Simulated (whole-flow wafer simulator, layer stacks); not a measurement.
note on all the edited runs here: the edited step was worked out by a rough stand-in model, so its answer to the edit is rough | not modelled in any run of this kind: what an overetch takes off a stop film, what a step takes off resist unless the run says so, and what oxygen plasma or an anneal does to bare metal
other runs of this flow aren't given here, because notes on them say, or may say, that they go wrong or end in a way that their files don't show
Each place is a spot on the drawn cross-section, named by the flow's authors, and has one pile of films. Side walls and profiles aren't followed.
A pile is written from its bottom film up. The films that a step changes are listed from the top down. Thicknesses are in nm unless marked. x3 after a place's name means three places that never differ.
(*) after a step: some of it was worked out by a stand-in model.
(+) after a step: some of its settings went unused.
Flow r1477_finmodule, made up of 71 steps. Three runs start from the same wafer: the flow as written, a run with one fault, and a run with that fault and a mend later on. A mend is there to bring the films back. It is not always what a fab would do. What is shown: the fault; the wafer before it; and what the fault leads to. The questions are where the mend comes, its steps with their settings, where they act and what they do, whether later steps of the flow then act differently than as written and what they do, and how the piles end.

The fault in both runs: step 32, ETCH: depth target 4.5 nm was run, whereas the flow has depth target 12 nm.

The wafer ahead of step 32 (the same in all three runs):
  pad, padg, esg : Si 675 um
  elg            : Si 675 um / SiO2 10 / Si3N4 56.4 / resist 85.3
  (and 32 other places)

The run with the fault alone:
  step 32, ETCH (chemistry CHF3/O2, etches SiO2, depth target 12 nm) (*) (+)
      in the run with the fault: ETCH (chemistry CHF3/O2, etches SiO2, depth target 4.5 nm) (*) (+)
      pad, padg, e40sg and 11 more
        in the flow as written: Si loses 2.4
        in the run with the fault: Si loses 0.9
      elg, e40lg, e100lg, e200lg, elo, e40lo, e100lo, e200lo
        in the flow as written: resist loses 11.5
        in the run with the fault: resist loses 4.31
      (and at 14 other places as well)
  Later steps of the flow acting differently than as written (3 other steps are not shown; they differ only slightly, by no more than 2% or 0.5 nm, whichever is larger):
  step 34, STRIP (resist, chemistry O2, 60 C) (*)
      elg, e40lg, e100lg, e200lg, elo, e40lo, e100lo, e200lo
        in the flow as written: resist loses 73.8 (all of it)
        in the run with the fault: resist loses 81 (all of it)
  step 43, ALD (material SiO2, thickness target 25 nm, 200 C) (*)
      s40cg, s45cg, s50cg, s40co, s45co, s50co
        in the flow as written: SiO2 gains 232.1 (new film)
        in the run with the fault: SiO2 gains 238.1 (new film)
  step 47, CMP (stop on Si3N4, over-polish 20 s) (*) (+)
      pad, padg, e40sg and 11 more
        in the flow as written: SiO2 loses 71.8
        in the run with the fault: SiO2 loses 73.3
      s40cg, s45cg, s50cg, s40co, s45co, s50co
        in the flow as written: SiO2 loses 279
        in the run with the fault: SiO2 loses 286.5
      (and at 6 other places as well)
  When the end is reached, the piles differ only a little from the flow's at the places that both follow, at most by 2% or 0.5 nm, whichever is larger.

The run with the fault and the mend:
  The mend follows step 32.
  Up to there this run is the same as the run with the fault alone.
  step 32a, ETCH (chemistry CHF3/O2, etches SiO2, depth target 7.5 nm) (*) (a further turn of the flow's step 32, with different settings)
      pad, padg, e40sg and 11 more
        Si loses 1.5
      elg, e40lg, e100lg, e200lg, elo, e40lo, e100lo, e200lo
        resist loses 7.19
      s40sg_line, s45sg_line, s50sg_line, s40so_line, s45so_line, s50so_line
        SiO2 loses 7.5
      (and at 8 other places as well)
  Every later step of the flow that is run acts as written, at every place that is followed, to within 2% or 0.5 nm, whichever is larger.
  When the end is reached, the piles differ only a little from the flow's at the places that both follow, at most by 2% or 0.5 nm, whichever is larger.
